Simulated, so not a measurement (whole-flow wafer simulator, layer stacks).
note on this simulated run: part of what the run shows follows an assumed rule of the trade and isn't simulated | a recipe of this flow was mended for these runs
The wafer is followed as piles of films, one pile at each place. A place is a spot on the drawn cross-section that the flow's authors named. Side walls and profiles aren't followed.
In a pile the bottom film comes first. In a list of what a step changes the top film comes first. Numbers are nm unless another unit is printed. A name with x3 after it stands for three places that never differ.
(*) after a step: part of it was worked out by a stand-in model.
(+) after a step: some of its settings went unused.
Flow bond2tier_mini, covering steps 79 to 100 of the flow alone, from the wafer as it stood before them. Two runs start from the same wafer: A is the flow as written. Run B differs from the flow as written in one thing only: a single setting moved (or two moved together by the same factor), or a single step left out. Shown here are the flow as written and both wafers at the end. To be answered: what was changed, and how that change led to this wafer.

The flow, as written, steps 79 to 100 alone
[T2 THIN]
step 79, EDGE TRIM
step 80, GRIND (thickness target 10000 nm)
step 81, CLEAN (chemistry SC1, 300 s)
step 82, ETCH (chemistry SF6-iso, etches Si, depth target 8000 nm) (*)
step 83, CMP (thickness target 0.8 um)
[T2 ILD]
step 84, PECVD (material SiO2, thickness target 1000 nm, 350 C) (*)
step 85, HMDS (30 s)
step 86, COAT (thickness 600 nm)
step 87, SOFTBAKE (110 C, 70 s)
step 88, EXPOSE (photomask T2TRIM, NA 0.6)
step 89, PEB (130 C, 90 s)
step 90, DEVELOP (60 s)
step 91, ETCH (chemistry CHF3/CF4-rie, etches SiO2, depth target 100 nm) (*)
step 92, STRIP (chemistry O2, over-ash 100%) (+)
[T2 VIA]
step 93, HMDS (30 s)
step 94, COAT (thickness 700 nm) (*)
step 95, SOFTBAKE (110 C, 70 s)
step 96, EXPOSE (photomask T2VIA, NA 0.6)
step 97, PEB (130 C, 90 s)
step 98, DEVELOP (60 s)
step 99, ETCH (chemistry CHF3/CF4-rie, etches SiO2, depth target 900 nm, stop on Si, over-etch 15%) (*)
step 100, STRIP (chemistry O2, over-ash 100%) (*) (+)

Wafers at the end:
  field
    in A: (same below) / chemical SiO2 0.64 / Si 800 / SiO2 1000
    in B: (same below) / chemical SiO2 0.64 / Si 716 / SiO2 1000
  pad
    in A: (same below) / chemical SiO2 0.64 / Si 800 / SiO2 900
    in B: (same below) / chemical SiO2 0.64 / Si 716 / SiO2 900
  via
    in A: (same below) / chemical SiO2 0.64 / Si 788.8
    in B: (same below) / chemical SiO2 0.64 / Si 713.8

What caused this: step 83, CMP: thickness target 0.716 um was run, though the flow has thickness target 0.8 um; step 99, ETCH: depth target 805.5 nm was run, where the flow has depth target 900 nm.

How this came from the change, step by step:
  step 83, CMP (thickness target 0.8 um)
      field, pad, via: A -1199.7 Si | B -1283.7 Si
  step 99, ETCH (chemistry CHF3/CF4-rie, etches SiO2, depth target 900 nm, stop on Si, over-etch 15%) (*)
      field, pad: A -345 thick-KrF-resist | B -308.8 thick-KrF-resist
      via: A -900 SiO2 (all of it), -11.2 Si | B -900 SiO2 (all of it), -2.19 Si
  step 100, STRIP (chemistry O2, over-ash 100%) (*) (+)
      field: A -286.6 thick-KrF-resist (all of it) | B -322.8 thick-KrF-resist (all of it)
      pad: A -372.9 thick-KrF-resist (all of it) | B -409.2 thick-KrF-resist (all of it)
